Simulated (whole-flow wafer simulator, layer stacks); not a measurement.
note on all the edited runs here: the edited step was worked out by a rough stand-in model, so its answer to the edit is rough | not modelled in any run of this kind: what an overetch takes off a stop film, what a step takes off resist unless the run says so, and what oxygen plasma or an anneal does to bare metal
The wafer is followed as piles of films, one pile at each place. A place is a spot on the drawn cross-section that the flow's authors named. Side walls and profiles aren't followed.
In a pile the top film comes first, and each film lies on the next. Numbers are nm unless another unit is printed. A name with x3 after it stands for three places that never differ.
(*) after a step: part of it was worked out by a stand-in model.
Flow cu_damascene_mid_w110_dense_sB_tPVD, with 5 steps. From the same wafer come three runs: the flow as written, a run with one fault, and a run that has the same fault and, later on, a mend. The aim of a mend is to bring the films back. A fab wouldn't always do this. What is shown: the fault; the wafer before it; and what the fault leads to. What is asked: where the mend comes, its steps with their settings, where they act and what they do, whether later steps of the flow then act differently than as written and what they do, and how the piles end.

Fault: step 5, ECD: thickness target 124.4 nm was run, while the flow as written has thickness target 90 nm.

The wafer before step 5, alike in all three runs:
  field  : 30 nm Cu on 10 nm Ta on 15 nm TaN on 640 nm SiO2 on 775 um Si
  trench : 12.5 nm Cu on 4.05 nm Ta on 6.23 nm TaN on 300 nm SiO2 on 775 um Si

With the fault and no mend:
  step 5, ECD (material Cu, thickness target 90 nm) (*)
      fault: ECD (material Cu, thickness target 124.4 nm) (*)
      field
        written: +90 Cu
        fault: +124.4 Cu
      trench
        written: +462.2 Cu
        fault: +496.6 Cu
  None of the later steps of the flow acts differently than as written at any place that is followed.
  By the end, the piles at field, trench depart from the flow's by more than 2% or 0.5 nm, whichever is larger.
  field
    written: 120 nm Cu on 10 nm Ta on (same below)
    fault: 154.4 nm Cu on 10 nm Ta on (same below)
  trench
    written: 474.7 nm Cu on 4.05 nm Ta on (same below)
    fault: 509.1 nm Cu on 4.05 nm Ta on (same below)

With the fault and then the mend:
  The mend stands after step 5.
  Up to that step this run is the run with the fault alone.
  step 5a, ETCH (chemistry cu recess dil, depth target 34.4 nm)
      field, trench
        -34.4 Cu
  None of the later steps of the flow acts differently than as written at any place that is followed.
  At every place that both follow, the piles at the end match the flow's.
